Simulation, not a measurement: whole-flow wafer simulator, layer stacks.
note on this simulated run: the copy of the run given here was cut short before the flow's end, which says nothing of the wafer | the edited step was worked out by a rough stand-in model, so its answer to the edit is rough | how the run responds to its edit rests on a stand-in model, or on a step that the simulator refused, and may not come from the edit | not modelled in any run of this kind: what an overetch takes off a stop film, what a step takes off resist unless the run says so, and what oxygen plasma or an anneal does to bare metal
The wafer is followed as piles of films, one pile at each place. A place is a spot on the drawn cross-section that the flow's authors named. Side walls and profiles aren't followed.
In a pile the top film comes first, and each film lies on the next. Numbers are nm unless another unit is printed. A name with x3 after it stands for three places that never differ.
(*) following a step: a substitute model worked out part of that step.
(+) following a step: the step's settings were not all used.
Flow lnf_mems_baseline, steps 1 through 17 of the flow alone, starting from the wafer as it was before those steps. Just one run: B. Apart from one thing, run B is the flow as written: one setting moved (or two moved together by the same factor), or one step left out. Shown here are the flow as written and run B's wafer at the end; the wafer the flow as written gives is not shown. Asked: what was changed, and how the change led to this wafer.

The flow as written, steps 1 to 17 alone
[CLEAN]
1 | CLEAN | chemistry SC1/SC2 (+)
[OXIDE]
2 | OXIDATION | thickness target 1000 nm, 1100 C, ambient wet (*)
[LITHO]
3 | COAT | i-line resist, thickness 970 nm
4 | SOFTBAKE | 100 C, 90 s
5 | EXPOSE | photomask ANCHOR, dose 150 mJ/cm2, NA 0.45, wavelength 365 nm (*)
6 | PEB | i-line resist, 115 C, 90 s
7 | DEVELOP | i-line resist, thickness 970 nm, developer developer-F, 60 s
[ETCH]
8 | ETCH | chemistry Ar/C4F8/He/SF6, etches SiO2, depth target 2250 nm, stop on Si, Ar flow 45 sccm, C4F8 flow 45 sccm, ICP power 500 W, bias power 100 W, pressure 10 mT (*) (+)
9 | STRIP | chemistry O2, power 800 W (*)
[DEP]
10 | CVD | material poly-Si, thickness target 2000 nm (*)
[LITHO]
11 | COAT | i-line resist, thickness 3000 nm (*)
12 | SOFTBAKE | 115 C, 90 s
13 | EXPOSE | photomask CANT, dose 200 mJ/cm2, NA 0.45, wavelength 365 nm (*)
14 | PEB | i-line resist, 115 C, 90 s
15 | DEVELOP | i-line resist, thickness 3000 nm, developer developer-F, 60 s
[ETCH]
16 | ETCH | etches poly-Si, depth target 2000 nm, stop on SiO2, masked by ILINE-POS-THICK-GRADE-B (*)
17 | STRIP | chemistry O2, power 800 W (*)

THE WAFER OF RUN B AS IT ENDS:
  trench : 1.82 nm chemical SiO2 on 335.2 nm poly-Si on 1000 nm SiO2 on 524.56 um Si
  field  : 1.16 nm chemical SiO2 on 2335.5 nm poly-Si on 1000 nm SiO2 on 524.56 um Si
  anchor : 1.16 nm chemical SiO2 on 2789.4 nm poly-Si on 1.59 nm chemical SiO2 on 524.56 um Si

What caused this: step 10, CVD: thickness target 2336 nm was run, though the flow has thickness target 2000 nm.

Step by step, how the change led to this:
  10 | CVD | material poly-Si, thickness target 2000 nm (*)
      field, beam, trench, char_slit: poly-Si gains 2336 (new film) (it would be, as written: poly-Si gains 2000 (new film))
      anchor: poly-Si gains 2789.9 (new film) (it would be, as written: poly-Si gains 2322 (new film))
  11 | COAT | i-line resist, thickness 3000 nm (*)
      anchor: i-line resist gains 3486 (new film) (it would be, as written: i-line resist gains 3611.6 (new film))
  12 | SOFTBAKE | 115 C, 90 s
      field: i-line resist loses 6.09 (it would be, as written: i-line resist loses 6.66)
      anchor: i-line resist gains 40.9 (it would be, as written: i-line resist gains 45.4)
      (also at 2 further places)
  14 | PEB | i-line resist, 115 C, 90 s
      anchor: i-line resist loses 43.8 (it would be, as written: i-line resist loses 46.1)
  16 | ETCH | etches poly-Si, depth target 2000 nm, stop on SiO2, masked by ILINE-POS-THICK-GRADE-B (*)
      trench, char_slit: poly-Si loses 2000 (it would be, as written: poly-Si loses 2000 (all of it))
  17 | STRIP | chemistry O2, power 800 W (*)
      trench, char_slit: chemical SiO2 gains 1.82 (new film), poly-Si loses 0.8 (it would be, as written: nothing)
      anchor: chemical SiO2 gains 1.16 (new film), i-line resist loses 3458 (all of it), poly-Si loses 0.51 (it would be, as written: chemical SiO2 gains 1.17 (new film), i-line resist loses 3585.8 (all of it), poly-Si loses 0.52)
